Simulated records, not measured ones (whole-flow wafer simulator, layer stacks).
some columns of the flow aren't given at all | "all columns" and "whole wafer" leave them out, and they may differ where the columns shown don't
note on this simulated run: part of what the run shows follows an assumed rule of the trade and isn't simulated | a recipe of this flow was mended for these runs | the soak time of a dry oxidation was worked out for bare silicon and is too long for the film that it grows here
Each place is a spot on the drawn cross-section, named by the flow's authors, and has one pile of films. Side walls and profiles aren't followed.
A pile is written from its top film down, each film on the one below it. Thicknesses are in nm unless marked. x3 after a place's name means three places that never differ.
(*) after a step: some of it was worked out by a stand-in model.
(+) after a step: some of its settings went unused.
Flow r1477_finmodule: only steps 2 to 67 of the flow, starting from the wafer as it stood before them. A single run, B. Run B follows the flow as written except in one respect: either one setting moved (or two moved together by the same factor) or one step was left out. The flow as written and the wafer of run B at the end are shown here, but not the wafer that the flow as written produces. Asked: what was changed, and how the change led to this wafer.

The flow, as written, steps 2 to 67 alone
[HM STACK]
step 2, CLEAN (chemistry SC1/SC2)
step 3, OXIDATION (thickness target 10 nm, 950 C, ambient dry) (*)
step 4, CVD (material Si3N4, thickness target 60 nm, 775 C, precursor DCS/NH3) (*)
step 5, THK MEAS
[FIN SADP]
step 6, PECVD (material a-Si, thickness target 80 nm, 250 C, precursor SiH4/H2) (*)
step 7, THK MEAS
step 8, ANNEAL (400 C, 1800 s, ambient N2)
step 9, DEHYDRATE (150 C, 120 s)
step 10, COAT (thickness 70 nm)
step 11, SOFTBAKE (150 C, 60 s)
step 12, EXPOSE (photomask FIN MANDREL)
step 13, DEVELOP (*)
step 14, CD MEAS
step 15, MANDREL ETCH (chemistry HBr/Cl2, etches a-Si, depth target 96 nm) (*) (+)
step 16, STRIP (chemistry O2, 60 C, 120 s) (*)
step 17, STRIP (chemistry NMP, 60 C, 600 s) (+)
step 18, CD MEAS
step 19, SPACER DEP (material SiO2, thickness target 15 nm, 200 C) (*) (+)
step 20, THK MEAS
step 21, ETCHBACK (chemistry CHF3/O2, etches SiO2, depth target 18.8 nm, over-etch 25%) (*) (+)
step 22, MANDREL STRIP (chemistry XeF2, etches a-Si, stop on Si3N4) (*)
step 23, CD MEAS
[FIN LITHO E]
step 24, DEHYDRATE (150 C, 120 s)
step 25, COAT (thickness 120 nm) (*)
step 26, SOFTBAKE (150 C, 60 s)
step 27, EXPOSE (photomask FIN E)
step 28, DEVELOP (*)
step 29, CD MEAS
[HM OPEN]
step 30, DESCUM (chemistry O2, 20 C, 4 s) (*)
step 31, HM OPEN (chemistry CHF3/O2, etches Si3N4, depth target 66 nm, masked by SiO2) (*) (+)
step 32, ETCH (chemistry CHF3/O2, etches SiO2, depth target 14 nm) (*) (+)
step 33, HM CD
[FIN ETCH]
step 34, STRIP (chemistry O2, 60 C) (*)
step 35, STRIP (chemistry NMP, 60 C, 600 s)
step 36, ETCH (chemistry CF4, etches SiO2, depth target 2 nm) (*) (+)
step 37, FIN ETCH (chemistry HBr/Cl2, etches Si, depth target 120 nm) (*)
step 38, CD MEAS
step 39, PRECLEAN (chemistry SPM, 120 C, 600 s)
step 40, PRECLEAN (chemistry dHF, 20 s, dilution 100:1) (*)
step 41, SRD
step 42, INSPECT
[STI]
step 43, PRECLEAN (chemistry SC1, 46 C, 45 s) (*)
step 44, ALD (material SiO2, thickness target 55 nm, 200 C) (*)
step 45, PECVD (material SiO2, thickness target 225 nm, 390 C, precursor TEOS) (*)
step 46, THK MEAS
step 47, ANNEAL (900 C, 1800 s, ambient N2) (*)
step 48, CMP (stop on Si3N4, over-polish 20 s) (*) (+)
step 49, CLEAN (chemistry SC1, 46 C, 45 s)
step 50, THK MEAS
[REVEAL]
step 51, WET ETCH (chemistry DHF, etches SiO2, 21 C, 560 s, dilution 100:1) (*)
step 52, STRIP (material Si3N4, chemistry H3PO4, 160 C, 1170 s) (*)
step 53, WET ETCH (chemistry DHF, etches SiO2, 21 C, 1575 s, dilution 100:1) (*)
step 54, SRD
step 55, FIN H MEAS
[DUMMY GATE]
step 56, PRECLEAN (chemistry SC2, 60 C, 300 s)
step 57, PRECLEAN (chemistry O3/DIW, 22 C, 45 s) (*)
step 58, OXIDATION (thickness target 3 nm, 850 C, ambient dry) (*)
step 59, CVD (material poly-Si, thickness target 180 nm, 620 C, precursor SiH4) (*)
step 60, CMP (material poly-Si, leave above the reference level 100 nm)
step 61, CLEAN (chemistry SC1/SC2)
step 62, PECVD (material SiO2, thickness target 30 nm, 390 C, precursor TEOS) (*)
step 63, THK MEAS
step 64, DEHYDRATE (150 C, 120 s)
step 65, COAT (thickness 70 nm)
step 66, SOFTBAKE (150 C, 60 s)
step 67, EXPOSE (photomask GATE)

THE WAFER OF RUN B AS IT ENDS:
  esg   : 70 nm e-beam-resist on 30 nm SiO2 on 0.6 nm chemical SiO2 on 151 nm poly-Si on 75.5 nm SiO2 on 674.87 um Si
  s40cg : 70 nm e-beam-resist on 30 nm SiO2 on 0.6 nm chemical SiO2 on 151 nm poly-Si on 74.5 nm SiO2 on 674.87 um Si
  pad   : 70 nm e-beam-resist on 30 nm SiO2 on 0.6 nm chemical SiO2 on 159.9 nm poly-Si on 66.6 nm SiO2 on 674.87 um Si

The reason: step 15, MANDREL ETCH: depth target 130.6 nm was run, whereas the flow has depth target 96 nm.

Step by step, how the change led to this:
  step 15, MANDREL ETCH (chemistry HBr/Cl2, etches a-Si, depth target 96 nm) (*) (+)
      pad, padg, elg and 27 more: a-Si loses 80 (all of it), Si3N4 loses 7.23 (as written it would have been: a-Si loses 80 (all of it), Si3N4 loses 2.29)
      s40cg, s45cg, s50cg, s40co, s45co, s50co: e-beam-resist loses 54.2 (as written it would have been: e-beam-resist loses 41)
  step 16, STRIP (chemistry O2, 60 C, 120 s) (*)
      s40cg, s45cg, s50cg, s40co, s45co, s50co: chemical SiO2 gains 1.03 (new film), e-beam-resist loses 15.8 (all of it), a-Si loses 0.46 (as written it would have been: chemical SiO2 gains 0.89 (new film), e-beam-resist loses 29 (all of it), a-Si loses 0.39)
  step 25, COAT (thickness 120 nm) (*)
      s40sg_line, s40so_line: e-beam-resist gains 57.9 (new film) (as written it would have been: e-beam-resist gains 60 (new film))
      s45sg, s45so: e-beam-resist gains 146 (new film) (as written it would have been: e-beam-resist gains 142.9 (new film))
      (as well as at 6 more places)
  step 28, DEVELOP (*)
      s40sg_line, s40so_line: e-beam-resist loses 57.9 (all of it) (as written it would have been: e-beam-resist loses 60 (all of it))
      s45sg, s45so: e-beam-resist loses 146 (all of it) (as written it would have been: e-beam-resist loses 142.9 (all of it))
      (as well as at 6 more places)
  step 31, HM OPEN (chemistry CHF3/O2, etches Si3N4, depth target 66 nm, masked by SiO2) (*) (+)
      pad, padg, esg and 13 more: Si3N4 loses 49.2 (all of it), SiO2 loses 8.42 (as written it would have been: Si3N4 loses 54.1 (all of it), SiO2 loses 5.95)
  step 32, ETCH (chemistry CHF3/O2, etches SiO2, depth target 14 nm) (*) (+)
      pad, padg, esg and 13 more: SiO2 loses 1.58 (all of it), Si loses 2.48 (as written it would have been: SiO2 loses 4.05 (all of it), Si loses 1.99)
  step 48, CMP (stop on Si3N4, over-polish 20 s) (*) (+)
      pad, padg: SiO2 loses 83.9 (as written it would have been: SiO2 loses 79.4)
  step 52, STRIP (material Si3N4, chemistry H3PO4, 160 C, 1170 s) (*)
      elg, e40lg, e100lg, e200lg, elo, e40lo, e100lo, e200lo: Si3N4 loses 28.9 (all of it), SiO2 loses 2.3 (as written it would have been: Si3N4 loses 33.9 (all of it), SiO2 loses 2.15)
      s40sg_line, s45sg_line, s50sg_line, s40so_line, s45so_line, s50so_line: Si3N4 loses 50.1 (all of it), SiO2 loses 1.64 (as written it would have been: Si3N4 loses 55.1 (all of it), SiO2 loses 1.49)
  step 59, CVD (material poly-Si, thickness target 180 nm, 620 C, precursor SiH4) (*)
      esg, e40sg, e100sg and 9 more: poly-Si gains 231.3 (new film) (as written it would have been: poly-Si gains 226.3 (new film))
      s40cg, s45cg, s50cg, s40co, s45co, s50co: poly-Si gains 231.2 (new film) (as written it would have been: poly-Si gains 226.3 (new film))
      (as well as at 2 more places)
  step 60, CMP (material poly-Si, leave above the reference level 100 nm)
      pad, padg: poly-Si loses 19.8 (as written it would have been: poly-Si loses 24.8)
      e200sg, e200so: poly-Si loses 80 (as written it would have been: poly-Si loses 72.9)
